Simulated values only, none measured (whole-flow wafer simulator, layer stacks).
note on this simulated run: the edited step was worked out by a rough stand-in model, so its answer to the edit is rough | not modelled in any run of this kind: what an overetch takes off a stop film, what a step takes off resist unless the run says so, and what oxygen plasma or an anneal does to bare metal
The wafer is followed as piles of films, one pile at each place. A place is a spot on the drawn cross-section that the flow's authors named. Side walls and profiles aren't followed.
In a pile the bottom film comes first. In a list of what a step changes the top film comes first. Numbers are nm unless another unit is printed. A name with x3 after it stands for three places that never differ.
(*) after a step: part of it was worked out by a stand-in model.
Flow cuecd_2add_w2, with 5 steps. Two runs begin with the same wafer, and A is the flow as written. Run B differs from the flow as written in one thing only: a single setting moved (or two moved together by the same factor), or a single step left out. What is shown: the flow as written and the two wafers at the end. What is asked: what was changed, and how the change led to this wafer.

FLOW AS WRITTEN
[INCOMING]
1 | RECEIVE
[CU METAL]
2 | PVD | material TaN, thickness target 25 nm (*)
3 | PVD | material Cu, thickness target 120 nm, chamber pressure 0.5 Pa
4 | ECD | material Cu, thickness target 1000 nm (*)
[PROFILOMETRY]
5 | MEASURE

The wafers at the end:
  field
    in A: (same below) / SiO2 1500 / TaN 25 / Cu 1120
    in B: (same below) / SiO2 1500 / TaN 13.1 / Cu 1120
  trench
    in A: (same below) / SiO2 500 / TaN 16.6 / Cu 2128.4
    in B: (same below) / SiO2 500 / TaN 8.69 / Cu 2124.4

What caused this: step 2, PVD: thickness target 13.1 nm was run, while the flow as written has thickness target 25 nm.
One can read it off the wafer: field has TaN 13.1, and step 2 as written asks for 25 nm.

Step by step, how the change led to this:
  2 | PVD | material TaN, thickness target 25 nm (*)
      field: A TaN gains 25 (new film) | B TaN gains 13.1 (new film)
      trench: A TaN gains 16.6 (new film) | B TaN gains 8.69 (new film)
